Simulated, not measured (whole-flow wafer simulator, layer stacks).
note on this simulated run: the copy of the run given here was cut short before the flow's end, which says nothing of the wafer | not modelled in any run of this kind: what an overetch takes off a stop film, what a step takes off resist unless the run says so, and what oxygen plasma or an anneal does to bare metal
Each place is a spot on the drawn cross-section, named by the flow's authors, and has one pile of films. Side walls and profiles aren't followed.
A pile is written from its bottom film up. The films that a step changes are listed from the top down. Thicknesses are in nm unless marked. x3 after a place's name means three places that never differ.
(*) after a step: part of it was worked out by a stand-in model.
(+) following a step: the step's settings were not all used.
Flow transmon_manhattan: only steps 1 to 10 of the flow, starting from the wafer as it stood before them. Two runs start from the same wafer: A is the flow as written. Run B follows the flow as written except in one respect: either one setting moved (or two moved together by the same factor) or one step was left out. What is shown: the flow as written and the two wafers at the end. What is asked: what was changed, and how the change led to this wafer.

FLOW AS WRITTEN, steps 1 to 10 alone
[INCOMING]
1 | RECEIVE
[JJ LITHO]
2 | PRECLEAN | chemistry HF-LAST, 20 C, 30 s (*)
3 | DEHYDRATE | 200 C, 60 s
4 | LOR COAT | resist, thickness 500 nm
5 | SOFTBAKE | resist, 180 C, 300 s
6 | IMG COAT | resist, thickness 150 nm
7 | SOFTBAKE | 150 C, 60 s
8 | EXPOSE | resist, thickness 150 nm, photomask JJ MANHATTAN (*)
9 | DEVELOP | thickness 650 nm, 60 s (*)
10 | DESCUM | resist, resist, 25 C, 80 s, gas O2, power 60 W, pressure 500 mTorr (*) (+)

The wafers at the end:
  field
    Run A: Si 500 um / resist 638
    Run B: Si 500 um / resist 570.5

Cause: step 6, IMG COAT: thickness 82.5 nm was run, whereas the flow has thickness 150 nm.

How this came from the change, step by step:
  6 | IMG COAT | resist, thickness 150 nm
      field, chan_a x2: A resist gains 150 | B resist gains 82.5
  9 | DEVELOP | thickness 650 nm, 60 s (*)
      chan_a x2: A resist loses 650 (all of it) | B resist loses 582.5 (all of it)
